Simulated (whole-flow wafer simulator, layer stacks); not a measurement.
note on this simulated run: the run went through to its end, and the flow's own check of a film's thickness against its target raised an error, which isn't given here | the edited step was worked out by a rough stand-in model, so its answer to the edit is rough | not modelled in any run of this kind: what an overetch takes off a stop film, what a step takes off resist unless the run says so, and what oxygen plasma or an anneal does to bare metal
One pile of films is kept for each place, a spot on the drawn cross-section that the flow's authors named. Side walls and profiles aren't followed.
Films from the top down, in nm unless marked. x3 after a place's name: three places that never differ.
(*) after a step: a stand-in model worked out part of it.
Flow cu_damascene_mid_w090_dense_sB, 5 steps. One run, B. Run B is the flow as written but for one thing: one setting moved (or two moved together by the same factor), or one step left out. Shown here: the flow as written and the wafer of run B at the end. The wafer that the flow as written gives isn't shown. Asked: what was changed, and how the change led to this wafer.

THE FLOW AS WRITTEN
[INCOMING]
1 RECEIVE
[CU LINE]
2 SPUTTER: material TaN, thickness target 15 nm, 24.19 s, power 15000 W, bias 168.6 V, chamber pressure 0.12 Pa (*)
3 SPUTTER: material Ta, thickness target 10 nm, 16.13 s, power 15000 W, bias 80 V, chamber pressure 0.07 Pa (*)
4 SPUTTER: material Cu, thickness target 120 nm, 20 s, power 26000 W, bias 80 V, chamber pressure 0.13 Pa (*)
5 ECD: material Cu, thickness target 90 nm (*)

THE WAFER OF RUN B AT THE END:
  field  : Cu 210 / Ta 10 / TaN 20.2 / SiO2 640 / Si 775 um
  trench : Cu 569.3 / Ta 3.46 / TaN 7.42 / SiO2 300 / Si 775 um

The cause: step 2, SPUTTER: thickness target 20.2 nm was run, where the flow has thickness target 15 nm; step 2, SPUTTER: 32.66 s was run, where the flow has 24.19 s.
It can be read off the wafer: field has TaN 20.2, and step 2 as written asks for 15 nm.

How the change led to this, step by step:
  2 SPUTTER: material TaN, thickness target 15 nm, 24.19 s, power 15000 W, bias 168.6 V, chamber pressure 0.12 Pa (*)
      field: TaN +20.2 (new film) (as written it would be: TaN +15 (new film))
      trench: TaN +7.42 (new film) (as written it would be: TaN +5.51 (new film))
